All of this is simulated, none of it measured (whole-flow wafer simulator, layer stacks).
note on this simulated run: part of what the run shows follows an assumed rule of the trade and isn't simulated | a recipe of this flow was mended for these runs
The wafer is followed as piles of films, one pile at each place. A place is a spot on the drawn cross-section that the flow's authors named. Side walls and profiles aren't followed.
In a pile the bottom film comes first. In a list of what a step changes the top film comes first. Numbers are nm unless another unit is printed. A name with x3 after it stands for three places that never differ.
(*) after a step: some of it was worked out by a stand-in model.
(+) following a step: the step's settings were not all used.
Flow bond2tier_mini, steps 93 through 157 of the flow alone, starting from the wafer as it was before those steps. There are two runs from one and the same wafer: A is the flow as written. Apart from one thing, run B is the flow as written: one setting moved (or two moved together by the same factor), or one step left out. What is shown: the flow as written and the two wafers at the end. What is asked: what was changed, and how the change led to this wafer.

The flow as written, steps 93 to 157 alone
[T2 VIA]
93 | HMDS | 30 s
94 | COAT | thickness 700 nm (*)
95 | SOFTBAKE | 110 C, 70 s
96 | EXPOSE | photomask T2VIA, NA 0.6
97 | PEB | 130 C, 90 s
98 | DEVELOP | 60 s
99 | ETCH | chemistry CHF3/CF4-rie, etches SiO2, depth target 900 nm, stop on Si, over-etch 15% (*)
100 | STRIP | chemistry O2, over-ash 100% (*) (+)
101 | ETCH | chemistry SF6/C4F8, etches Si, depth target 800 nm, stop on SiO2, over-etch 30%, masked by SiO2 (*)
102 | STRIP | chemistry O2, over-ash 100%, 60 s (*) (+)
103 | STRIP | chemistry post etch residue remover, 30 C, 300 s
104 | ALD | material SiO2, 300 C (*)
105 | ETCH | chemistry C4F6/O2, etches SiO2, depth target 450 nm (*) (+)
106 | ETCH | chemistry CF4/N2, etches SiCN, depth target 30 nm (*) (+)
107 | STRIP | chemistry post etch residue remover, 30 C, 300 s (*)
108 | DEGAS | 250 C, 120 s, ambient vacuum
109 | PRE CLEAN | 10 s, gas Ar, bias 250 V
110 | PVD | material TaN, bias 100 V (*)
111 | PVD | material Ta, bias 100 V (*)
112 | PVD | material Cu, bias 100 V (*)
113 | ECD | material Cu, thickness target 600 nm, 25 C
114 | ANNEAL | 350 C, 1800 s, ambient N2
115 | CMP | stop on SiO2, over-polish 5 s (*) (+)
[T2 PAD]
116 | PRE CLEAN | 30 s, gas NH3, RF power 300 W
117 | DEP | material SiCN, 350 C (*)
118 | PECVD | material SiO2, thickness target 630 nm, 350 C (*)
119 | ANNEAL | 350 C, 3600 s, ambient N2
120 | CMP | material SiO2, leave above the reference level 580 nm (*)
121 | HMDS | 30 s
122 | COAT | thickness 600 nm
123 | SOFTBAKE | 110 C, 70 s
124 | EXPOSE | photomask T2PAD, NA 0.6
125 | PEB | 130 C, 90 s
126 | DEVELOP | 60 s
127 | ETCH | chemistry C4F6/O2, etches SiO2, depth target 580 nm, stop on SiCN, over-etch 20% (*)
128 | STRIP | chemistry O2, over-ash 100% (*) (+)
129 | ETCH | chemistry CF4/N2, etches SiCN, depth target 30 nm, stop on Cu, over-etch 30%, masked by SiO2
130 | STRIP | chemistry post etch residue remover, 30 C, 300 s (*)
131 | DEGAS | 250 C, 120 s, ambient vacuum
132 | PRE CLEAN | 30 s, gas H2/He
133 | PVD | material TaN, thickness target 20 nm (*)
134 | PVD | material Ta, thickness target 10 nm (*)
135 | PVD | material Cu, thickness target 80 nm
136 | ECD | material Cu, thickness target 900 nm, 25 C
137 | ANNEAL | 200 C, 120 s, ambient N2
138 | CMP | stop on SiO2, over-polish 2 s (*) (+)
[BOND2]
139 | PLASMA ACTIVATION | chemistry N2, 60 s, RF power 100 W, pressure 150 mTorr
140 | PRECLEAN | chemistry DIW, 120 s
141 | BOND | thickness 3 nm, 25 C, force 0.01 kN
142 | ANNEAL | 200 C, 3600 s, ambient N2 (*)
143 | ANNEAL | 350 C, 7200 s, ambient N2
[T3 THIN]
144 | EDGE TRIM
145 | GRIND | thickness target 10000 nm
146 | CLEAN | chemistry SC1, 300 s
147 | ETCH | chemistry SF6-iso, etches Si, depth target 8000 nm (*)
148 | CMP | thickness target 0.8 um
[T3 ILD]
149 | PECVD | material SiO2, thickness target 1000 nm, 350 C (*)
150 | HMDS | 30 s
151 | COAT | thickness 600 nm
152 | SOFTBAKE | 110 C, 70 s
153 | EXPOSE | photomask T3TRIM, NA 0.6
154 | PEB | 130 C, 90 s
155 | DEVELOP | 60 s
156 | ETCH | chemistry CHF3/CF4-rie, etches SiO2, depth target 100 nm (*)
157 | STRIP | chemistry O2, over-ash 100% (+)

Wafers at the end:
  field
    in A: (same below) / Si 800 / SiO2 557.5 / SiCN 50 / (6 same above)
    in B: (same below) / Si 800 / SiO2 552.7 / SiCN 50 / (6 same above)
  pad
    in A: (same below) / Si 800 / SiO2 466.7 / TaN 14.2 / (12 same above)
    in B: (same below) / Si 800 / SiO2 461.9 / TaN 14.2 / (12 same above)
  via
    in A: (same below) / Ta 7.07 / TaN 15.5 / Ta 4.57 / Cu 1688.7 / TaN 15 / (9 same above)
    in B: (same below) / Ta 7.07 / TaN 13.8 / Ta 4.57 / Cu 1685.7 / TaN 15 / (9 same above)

Cause: step 106, ETCH: depth target 37.2 nm was run, while the flow as written has depth target 30 nm.

Step by step, how the change led to this:
  106 | ETCH | chemistry CF4/N2, etches SiCN, depth target 30 nm (*) (+)
      field, pad: A SiO2 loses 20 | B SiO2 loses 24.8
      via: A SiCN loses 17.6 (all of it), TaN loses 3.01 | B SiCN loses 17.6 (all of it), TaN loses 4.77
